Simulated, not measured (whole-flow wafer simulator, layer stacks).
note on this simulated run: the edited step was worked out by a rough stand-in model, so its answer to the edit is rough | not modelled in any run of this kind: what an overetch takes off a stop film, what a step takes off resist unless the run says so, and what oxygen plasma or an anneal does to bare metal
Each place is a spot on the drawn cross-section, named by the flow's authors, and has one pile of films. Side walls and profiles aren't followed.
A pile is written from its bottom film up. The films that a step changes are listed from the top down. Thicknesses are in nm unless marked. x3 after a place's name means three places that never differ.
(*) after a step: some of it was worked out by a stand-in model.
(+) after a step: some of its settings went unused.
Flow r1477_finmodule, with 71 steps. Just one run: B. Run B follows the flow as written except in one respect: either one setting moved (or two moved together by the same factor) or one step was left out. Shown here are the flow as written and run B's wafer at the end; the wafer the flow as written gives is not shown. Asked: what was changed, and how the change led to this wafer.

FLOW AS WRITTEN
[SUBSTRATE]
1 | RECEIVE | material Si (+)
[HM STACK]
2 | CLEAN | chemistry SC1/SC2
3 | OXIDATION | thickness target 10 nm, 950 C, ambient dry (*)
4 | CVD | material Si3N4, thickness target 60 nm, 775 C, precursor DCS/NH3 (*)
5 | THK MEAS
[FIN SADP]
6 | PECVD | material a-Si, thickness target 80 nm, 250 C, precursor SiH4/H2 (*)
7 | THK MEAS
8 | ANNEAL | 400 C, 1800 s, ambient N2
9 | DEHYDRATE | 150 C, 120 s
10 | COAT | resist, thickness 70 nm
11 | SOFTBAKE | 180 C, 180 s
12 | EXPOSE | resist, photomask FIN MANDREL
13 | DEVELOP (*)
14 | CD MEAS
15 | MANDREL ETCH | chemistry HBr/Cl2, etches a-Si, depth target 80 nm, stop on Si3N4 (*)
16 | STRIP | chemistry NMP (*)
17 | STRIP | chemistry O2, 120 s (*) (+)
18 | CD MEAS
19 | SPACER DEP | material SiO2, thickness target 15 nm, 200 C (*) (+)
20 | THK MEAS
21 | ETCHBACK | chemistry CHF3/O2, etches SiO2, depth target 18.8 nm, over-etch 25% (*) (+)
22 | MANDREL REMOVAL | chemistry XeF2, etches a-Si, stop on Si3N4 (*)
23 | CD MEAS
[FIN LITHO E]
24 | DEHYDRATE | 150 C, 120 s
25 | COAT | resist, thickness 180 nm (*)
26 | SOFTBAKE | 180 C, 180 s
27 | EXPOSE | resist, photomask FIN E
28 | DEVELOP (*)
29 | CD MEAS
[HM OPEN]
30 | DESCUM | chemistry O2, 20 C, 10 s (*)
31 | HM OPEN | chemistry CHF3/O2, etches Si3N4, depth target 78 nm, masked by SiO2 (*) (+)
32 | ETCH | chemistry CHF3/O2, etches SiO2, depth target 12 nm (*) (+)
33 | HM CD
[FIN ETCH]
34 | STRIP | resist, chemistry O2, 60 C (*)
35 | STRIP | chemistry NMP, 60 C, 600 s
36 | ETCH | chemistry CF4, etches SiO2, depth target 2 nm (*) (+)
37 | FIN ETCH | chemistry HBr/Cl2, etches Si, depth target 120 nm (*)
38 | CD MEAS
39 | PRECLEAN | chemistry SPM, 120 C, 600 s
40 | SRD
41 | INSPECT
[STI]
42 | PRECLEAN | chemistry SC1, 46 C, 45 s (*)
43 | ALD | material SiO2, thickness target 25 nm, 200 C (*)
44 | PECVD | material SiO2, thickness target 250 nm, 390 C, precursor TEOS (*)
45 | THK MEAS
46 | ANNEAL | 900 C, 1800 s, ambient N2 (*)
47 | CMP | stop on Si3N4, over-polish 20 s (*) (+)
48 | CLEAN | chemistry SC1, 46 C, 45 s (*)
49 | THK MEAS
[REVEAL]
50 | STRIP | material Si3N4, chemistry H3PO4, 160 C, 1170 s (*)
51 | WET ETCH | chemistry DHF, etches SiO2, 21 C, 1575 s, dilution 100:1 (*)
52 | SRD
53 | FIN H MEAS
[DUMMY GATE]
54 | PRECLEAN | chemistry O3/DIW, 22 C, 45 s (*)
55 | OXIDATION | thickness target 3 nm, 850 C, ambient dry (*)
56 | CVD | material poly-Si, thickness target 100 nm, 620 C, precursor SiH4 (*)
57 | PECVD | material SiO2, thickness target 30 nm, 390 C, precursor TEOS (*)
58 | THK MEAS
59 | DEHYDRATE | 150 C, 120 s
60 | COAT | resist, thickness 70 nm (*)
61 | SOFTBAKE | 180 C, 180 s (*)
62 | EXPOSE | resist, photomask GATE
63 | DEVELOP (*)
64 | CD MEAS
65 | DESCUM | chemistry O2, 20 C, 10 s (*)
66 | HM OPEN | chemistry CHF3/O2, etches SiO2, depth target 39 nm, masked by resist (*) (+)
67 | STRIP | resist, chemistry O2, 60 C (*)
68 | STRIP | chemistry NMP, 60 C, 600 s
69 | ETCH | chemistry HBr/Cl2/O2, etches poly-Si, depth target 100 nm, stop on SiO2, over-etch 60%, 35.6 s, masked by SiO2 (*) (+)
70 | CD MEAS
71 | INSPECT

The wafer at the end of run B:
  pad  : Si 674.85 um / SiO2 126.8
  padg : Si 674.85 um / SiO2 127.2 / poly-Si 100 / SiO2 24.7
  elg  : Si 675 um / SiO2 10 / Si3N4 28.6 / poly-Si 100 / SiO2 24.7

The reason: step 37, FIN ETCH: depth target 144 nm was run, while the flow as written has depth target 120 nm.

The path from the change to this, step by step:
  37 | FIN ETCH | chemistry HBr/Cl2, etches Si, depth target 120 nm (*)
      pad, padg, esg and 19 more: Si loses 144 (in the flow as written it would be: Si loses 120)
      elg, e40lg, e100lg, e200lg, elo, e40lo, e100lo, e200lo: Si3N4 loses 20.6 (in the flow as written it would be: Si3N4 loses 17.1)
      (and at 6 other places as well)
  43 | ALD | material SiO2, thickness target 25 nm, 200 C (*)
      s40cg, s45cg, s50cg, s40co, s45co, s50co: SiO2 gains 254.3 (new film) (in the flow as written it would be: SiO2 gains 232.1 (new film))
      esg: SiO2 gains 214.8 (new film) (in the flow as written it would be: SiO2 gains 194.3 (new film))
  47 | CMP | stop on Si3N4, over-polish 20 s (*) (+)
      pad, padg, e40sg and 11 more: SiO2 loses 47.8 (in the flow as written it would be: SiO2 loses 71.8)
      eso: SiO2 loses 48.4 (in the flow as written it would be: SiO2 loses 72.4)
  51 | WET ETCH | chemistry DHF, etches SiO2, 21 C, 1575 s, dilution 100:1 (*)
      elg, e40lg, e100lg, e200lg, elo, e40lo, e100lo, e200lo: SiO2 loses 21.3 (all of it), Si3N4 loses 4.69 (in the flow as written it would be: SiO2 loses 17.8 (all of it), Si3N4 loses 4.97)
  60 | COAT | resist, thickness 70 nm (*)
      e40sg, eso, e40so: resist gains 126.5 (new film) (in the flow as written it would be: resist gains 129.5 (new film))
      e100sg, e100so: resist gains 126.5 (new film) (in the flow as written it would be: resist gains 129.4 (new film))
      (and at 2 other places as well)
  63 | DEVELOP (*)
      eso, e40so: resist loses 126.5 (all of it) (in the flow as written it would be: resist loses 129.5 (all of it))
      e100so: resist loses 126.5 (all of it) (in the flow as written it would be: resist loses 129.4 (all of it))
      (and at 1 other place as well)
  67 | STRIP | resist, chemistry O2, 60 C (*)
      e40sg: resist loses 72.4 (all of it) (in the flow as written it would be: resist loses 75.4 (all of it))
      e100sg: resist loses 72.4 (all of it) (in the flow as written it would be: resist loses 75.3 (all of it))
      (and at 1 other place as well)
